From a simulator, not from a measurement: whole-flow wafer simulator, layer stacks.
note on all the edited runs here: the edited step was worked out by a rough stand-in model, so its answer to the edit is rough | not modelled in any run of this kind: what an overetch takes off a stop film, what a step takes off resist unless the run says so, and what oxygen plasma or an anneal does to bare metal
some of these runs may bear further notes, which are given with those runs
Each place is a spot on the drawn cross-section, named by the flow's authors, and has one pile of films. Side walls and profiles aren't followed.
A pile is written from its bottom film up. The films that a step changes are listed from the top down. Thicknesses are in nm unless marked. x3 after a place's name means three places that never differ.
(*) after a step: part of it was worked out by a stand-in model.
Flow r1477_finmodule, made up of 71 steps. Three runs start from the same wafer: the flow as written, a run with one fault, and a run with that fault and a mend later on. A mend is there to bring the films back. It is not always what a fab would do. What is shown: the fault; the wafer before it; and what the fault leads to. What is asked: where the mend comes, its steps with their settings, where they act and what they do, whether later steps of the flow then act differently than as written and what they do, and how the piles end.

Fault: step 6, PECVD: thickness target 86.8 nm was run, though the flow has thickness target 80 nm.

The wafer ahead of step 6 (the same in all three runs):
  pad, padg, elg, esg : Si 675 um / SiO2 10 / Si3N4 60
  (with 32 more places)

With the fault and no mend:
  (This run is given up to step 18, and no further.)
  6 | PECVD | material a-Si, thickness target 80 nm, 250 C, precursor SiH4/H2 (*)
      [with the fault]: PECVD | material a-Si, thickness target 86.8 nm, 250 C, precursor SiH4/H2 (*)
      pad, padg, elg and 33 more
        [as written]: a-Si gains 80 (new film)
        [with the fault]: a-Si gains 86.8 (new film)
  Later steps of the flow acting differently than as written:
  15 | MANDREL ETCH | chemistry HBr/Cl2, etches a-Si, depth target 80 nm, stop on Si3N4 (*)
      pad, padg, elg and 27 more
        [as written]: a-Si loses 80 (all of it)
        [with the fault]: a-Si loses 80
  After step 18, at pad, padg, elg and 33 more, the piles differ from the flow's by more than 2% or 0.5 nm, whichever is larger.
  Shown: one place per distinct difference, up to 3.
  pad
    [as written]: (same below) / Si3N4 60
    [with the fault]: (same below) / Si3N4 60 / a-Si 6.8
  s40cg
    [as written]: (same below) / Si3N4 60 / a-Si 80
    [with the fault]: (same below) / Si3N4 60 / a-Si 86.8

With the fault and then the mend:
  The mend follows step 7.
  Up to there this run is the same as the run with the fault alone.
  7a | ETCH | chemistry tmah, depth target 6.8 nm
      pad, padg, elg and 33 more
        a-Si loses 6.8
  None of the later steps of the flow acts differently than as written at any place that is followed.
  The piles end the same as the flow's at every place that both follow.
